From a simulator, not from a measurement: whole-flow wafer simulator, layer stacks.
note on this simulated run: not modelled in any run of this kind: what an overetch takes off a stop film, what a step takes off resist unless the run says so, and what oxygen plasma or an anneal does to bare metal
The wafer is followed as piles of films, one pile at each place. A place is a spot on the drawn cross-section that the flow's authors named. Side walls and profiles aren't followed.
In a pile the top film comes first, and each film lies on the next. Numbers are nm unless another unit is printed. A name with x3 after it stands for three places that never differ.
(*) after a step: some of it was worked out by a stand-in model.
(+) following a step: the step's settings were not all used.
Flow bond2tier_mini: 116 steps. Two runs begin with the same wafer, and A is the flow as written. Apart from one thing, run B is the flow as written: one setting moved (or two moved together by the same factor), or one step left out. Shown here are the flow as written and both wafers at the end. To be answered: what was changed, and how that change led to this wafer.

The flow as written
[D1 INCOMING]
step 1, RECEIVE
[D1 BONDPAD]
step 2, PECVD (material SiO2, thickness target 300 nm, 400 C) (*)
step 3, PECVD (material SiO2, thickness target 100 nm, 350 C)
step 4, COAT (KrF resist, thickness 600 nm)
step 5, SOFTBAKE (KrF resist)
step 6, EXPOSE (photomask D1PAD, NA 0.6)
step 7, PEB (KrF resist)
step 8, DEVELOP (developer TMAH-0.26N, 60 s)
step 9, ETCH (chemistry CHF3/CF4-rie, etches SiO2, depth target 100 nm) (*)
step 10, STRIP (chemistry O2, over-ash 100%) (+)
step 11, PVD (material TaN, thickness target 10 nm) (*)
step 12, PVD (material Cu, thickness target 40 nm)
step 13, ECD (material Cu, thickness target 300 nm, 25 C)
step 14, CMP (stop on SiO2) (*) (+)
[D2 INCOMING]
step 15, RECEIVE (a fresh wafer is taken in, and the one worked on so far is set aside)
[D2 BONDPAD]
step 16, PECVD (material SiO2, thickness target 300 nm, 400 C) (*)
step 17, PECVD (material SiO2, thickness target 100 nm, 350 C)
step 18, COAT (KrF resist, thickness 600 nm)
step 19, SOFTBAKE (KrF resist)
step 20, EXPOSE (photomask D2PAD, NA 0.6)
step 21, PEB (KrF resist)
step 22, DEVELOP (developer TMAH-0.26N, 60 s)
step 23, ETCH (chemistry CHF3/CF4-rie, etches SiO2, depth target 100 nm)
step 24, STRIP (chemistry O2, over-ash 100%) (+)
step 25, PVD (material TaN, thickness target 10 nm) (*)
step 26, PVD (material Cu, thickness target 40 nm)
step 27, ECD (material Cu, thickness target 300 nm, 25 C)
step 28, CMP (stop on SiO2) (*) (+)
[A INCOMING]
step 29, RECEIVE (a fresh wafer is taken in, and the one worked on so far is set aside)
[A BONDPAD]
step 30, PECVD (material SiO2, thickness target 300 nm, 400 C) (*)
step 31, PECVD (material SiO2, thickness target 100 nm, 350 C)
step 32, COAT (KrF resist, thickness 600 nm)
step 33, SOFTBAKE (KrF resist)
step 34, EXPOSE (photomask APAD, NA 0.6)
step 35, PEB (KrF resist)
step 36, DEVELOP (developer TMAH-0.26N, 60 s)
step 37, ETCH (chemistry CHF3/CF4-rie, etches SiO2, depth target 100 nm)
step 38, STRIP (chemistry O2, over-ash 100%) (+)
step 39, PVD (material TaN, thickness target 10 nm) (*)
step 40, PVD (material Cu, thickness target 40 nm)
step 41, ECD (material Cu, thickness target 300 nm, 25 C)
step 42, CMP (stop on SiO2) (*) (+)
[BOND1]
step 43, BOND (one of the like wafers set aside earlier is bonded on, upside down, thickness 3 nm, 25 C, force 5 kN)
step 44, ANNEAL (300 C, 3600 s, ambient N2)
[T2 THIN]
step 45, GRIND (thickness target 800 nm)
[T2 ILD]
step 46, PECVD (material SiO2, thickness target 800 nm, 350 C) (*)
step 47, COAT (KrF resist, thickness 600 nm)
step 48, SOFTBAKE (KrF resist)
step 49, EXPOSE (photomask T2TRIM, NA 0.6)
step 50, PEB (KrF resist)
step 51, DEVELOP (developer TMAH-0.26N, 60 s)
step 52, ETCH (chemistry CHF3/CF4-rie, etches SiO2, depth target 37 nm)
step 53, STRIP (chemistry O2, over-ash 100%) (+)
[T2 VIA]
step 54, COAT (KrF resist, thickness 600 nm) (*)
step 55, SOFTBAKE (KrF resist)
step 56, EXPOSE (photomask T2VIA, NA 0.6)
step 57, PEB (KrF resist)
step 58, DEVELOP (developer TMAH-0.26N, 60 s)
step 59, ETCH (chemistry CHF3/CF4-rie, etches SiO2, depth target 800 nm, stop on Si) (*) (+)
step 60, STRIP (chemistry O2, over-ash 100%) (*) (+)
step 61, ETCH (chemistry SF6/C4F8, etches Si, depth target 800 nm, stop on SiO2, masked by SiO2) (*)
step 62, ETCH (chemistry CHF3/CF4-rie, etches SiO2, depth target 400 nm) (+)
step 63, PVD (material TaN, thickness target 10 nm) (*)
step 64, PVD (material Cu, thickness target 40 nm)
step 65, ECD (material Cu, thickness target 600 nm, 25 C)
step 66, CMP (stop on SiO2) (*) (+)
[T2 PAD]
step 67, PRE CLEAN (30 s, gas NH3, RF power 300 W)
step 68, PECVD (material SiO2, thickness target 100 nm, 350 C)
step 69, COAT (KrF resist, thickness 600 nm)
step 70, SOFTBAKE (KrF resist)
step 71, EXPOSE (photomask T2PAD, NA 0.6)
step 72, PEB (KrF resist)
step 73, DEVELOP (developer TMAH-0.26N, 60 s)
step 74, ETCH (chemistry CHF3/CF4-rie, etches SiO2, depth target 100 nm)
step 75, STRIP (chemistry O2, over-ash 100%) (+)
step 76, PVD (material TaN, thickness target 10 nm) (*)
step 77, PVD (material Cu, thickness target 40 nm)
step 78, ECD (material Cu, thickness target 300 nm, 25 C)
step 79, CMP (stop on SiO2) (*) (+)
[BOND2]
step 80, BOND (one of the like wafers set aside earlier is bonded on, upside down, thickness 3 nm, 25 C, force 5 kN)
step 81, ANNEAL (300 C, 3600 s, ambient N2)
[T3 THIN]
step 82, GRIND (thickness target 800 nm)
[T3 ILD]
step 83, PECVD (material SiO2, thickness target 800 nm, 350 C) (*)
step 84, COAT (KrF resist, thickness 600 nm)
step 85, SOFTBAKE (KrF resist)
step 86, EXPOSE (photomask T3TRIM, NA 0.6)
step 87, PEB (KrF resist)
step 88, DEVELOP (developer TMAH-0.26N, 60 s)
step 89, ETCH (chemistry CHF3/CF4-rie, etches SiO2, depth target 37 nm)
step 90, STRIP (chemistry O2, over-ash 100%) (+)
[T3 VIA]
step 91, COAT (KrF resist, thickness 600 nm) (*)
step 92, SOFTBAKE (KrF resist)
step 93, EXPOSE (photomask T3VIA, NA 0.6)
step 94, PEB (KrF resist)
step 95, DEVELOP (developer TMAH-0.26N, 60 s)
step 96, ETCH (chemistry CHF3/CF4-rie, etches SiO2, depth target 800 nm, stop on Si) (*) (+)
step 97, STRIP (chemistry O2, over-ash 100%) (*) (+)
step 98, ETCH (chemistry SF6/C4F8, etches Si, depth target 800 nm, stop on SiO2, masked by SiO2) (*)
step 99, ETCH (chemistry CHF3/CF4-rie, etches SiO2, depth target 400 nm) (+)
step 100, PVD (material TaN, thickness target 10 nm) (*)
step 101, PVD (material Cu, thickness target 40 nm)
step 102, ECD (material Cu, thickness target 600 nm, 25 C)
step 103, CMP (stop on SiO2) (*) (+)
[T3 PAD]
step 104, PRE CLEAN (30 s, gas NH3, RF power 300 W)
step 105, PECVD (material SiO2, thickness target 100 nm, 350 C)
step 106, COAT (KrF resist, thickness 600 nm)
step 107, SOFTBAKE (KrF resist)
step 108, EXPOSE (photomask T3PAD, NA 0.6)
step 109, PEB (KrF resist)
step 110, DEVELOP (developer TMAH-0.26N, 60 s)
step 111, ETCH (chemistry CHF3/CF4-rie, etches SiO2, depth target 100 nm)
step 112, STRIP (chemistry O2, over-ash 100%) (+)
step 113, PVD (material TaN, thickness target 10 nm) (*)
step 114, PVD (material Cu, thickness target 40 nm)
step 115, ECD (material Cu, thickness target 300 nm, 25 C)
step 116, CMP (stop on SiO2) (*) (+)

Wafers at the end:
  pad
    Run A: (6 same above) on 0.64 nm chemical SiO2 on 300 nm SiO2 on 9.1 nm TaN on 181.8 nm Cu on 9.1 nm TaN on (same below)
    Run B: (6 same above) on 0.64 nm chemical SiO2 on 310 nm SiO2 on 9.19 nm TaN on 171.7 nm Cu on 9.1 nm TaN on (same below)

What caused this: step 23, ETCH: depth target 90 nm was run, while the flow as written has depth target 100 nm.

The path from the change to this, step by step:
  step 23, ETCH (chemistry CHF3/CF4-rie, etches SiO2, depth target 100 nm)
      pad, via: A -100 SiO2 | B -90 SiO2
      field: A -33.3 KrF resist | B -30 KrF resist
  step 27, ECD (material Cu, thickness target 300 nm, 25 C)
      pad: A +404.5 Cu | B +394.1 Cu
      via: A +400.2 Cu | B +390.1 Cu
  step 80, BOND (one of the like wafers set aside earlier is bonded on, upside down, thickness 3 nm, 25 C, force 5 kN)
      pad: A +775 um Si (new film), +0.64 chemical SiO2 (new film), +300 SiO2 (new film), +9.1 TaN (new film), +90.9 Cu | B +775 um Si (new film), +0.64 chemical SiO2 (new film), +310 SiO2 (new film), +9.19 TaN (new film), +80.8 Cu
